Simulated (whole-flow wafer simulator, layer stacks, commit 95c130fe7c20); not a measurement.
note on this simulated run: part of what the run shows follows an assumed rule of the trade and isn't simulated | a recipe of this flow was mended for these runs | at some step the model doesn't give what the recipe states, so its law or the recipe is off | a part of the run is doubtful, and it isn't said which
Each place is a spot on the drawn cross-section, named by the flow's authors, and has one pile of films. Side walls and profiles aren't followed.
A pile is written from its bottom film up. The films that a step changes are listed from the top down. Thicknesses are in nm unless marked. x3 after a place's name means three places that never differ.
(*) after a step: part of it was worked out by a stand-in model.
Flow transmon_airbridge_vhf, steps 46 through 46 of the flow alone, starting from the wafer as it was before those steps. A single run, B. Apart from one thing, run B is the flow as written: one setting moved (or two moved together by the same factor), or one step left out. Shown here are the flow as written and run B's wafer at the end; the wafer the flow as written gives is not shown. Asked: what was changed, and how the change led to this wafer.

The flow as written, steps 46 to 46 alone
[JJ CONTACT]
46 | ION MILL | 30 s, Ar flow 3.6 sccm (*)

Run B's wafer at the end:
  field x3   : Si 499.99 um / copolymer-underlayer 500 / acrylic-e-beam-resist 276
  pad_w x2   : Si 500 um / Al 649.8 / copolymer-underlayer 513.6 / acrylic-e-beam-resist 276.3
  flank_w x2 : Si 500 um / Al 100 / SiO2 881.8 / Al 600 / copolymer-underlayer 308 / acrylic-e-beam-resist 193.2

Cause: step 46, ION MILL: 16.5 s was run, though the flow has 30 s.

The path from the change to this, step by step:
  46 | ION MILL | 30 s, Ar flow 3.6 sccm (*)
      field x3, ground_far x3, pad_w x2, flank_w x2, gap_w x2, cpw_trace, margin_s x2, bridge_strip: acrylic-e-beam-resist loses 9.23 (in the flow as written it would be: acrylic-e-beam-resist loses 16.8)
      jj_line: Si loses 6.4 (in the flow as written it would be: Si loses 11.6)
